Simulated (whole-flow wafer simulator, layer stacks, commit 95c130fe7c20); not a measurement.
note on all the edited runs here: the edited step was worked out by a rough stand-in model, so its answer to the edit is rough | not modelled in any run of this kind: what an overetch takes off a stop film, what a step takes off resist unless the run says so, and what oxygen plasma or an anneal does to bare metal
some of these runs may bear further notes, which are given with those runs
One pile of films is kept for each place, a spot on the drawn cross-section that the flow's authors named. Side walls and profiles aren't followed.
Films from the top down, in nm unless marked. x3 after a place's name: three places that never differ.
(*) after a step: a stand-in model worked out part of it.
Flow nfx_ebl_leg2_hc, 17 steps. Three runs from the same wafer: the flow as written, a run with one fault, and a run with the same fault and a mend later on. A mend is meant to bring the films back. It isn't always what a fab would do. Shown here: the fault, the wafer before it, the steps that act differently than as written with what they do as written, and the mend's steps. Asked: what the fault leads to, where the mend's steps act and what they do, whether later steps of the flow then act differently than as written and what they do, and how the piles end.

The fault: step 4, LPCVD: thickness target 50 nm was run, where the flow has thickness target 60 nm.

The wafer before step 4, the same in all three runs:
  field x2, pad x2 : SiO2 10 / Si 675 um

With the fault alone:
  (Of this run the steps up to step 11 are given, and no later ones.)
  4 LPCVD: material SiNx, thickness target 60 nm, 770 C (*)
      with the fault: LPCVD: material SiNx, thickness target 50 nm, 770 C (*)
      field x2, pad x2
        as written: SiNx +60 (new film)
        with the fault: SiNx +50 (new film)
  No later step of the flow up to step 11 acts differently than as written at any place that is followed.
  After step 11 the piles differ from the flow's by more than 2% or 0.5 nm, whichever is larger, at field x2, pad x2.
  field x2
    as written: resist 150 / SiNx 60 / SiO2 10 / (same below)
    with the fault: resist 150 / SiNx 50 / SiO2 10 / (same below)
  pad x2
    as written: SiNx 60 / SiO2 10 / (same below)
    with the fault: SiNx 50 / SiO2 10 / (same below)

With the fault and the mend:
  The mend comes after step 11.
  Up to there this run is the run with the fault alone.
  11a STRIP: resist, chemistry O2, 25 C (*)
      field x2
        resist -150 (all of it)
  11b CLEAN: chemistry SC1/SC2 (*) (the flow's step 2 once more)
      changes no film at any place that is followed
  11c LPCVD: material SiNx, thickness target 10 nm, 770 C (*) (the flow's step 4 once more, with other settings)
      field x2, pad x2
        SiNx +10
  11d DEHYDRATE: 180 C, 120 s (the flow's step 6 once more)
      changes no film at any place that is followed
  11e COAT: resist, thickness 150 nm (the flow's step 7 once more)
      field x2, pad x2
        resist +150 (new film)
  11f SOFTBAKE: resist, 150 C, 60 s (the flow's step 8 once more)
      changes no film at any place that is followed
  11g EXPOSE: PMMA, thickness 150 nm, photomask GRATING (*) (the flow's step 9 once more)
      changes no film at any place that is followed
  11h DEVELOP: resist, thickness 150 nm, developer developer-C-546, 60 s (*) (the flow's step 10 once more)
      pad x2
        resist -150 (all of it)
  No later step of the flow acts differently than as written at any place that is followed.
  At the end the piles are the same as the flow's at every place that both follow.
